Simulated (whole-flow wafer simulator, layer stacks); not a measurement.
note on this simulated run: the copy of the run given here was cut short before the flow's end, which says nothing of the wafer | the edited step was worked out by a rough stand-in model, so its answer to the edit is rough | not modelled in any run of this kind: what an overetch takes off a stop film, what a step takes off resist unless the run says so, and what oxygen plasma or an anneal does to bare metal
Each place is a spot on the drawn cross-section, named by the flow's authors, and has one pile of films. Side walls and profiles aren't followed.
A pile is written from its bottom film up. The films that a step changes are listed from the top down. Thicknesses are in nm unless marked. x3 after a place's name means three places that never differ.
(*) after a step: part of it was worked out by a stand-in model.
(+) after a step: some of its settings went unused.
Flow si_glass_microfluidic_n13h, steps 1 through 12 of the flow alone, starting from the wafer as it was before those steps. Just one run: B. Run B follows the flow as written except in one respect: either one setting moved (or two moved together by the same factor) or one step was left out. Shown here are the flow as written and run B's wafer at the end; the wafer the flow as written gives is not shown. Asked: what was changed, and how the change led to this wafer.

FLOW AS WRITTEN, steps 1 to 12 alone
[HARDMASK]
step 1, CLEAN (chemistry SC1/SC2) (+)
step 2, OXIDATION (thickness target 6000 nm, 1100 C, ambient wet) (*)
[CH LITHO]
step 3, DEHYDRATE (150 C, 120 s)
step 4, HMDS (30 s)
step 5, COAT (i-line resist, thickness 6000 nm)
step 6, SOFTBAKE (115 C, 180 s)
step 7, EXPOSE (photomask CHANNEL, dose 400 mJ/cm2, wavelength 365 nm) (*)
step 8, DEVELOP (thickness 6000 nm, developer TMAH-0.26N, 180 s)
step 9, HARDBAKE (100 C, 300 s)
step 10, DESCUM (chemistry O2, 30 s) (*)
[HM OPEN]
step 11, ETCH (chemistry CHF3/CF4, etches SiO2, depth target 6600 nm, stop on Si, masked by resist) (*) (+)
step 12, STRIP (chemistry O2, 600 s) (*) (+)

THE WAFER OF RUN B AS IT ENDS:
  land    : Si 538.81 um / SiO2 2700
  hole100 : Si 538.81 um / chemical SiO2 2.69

Cause: step 2, OXIDATION: thickness target 2700 nm was run, whereas the flow has thickness target 6000 nm.
The wafer itself shows it: land has SiO2 2700, and step 2 as written asks for 6000 nm.

The path from the change to this, step by step:
  step 2, OXIDATION (thickness target 6000 nm, 1100 C, ambient wet) (*)
      land, hole100: SiO2 gains 2700 (new film), chemical SiO2 loses 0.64 (all of it), Si loses 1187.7 (it would be, as written: SiO2 gains 6000 (new film), chemical SiO2 loses 0.64 (all of it), Si loses 2639.7)
  step 11, ETCH (chemistry CHF3/CF4, etches SiO2, depth target 6600 nm, stop on Si, masked by resist) (*) (+)
      land: i-line resist loses 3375 (it would be, as written: i-line resist loses 5500)
      hole100: SiO2 loses 2700 (all of it) (it would be, as written: SiO2 loses 6000 (all of it))
  step 12, STRIP (chemistry O2, 600 s) (*) (+)
      land: i-line resist loses 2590 (all of it) (it would be, as written: i-line resist loses 465 (all of it))
